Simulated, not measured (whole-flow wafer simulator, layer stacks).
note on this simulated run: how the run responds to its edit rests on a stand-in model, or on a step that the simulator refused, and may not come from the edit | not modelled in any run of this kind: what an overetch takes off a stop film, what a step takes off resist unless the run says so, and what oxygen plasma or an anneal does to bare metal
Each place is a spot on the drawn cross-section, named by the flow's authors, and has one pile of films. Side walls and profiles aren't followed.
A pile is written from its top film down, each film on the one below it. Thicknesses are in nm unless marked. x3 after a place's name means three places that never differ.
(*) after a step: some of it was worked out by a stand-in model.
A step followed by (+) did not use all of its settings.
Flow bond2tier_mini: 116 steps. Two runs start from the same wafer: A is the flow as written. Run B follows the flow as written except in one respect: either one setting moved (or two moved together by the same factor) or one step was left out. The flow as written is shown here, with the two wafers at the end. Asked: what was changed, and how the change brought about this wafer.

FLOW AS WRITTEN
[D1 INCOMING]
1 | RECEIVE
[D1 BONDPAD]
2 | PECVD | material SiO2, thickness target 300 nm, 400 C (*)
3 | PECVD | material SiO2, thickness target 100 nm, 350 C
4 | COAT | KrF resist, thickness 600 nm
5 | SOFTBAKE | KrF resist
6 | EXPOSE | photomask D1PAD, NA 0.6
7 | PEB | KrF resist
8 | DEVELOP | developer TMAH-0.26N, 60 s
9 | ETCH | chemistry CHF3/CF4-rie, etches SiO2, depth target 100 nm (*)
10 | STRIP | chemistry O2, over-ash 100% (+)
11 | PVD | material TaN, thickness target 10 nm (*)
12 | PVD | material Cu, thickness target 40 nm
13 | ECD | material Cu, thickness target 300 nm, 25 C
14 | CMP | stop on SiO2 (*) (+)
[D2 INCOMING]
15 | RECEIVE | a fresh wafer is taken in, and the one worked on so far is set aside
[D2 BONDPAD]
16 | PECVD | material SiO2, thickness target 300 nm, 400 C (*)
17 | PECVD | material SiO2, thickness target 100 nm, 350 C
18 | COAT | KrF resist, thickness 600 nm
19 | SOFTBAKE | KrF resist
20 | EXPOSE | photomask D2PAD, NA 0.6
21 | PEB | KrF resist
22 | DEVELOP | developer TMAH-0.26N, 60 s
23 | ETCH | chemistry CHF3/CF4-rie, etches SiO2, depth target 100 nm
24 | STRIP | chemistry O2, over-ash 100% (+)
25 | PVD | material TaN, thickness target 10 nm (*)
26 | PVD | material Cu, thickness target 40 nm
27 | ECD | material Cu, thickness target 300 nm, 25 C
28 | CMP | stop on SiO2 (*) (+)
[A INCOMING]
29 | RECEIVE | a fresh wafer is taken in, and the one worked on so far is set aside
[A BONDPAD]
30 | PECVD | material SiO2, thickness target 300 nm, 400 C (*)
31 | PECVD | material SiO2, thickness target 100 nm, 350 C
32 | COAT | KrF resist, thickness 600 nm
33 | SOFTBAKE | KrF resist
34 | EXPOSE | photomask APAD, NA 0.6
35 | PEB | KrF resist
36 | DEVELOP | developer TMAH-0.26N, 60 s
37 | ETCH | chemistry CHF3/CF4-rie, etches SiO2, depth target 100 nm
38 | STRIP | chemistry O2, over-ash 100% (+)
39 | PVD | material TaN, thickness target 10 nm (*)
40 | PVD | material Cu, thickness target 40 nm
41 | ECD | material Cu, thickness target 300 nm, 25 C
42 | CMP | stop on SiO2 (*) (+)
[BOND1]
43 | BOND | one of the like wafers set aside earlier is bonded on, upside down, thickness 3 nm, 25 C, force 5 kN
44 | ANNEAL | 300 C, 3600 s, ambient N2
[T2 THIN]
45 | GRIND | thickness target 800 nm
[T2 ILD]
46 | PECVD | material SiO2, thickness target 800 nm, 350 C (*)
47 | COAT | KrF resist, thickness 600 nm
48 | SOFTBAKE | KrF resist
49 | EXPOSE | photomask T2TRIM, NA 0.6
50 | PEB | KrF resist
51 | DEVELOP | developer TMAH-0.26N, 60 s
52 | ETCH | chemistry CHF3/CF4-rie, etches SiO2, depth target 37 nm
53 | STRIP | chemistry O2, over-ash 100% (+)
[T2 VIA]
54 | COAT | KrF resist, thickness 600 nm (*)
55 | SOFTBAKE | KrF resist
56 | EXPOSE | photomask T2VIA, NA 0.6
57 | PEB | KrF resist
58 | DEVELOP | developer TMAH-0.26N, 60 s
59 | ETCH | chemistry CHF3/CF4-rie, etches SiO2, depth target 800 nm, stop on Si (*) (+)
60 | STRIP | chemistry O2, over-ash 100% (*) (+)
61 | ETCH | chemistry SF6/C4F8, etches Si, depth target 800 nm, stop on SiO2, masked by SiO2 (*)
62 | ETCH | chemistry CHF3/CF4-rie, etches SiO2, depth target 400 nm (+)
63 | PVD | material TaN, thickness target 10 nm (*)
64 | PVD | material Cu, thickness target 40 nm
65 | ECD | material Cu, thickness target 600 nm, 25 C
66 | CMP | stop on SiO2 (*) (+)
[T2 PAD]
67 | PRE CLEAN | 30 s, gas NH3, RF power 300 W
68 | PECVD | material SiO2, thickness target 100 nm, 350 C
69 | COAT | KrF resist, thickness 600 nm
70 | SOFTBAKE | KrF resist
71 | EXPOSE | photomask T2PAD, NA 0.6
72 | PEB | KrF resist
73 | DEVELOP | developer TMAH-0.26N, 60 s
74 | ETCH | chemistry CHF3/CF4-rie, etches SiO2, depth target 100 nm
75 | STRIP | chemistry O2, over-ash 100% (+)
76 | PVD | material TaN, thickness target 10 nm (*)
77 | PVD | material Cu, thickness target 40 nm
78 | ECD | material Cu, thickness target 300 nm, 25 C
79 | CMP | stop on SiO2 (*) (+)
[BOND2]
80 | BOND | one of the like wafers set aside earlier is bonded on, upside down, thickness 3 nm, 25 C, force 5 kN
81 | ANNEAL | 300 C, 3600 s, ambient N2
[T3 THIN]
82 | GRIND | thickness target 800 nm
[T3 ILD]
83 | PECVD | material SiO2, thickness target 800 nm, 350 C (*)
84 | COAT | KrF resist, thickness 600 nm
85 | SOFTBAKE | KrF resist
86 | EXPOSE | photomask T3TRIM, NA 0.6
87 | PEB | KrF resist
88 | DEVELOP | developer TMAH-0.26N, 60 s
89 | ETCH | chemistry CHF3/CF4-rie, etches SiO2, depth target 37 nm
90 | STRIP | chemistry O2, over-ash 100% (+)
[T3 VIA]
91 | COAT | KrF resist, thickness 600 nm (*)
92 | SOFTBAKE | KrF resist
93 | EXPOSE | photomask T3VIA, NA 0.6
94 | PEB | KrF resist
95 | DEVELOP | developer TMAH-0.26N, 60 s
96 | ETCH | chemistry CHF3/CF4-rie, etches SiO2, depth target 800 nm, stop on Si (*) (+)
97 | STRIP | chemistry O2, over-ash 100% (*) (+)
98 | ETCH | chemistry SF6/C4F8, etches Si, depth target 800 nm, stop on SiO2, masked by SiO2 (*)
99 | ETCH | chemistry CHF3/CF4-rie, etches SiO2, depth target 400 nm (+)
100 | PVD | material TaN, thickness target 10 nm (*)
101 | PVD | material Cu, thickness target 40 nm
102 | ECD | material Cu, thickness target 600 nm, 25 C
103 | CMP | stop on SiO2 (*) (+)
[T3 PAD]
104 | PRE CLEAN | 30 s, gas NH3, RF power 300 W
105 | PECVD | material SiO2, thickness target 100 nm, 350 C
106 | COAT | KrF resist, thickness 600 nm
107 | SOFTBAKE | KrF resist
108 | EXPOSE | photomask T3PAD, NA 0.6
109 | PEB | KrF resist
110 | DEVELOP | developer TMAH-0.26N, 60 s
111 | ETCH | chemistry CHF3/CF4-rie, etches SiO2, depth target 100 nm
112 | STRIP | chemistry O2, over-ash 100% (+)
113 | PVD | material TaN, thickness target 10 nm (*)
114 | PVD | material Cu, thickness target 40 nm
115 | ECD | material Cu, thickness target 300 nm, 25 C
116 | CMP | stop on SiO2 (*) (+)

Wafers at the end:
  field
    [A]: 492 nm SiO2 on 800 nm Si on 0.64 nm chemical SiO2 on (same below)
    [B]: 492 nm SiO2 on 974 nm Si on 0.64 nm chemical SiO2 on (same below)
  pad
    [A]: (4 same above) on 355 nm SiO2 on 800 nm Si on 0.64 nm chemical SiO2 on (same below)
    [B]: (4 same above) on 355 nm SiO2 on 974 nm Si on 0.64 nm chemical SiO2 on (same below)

Cause: step 82, GRIND: thickness target 974 nm was run, though the flow has thickness target 800 nm.
One can read it off the wafer: field has Si 974, and step 82 as written asks for 800 nm.

How this came from the change, step by step:
  82 | GRIND | thickness target 800 nm
      field, pad: A Si loses 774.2 um | B Si loses 774.03 um
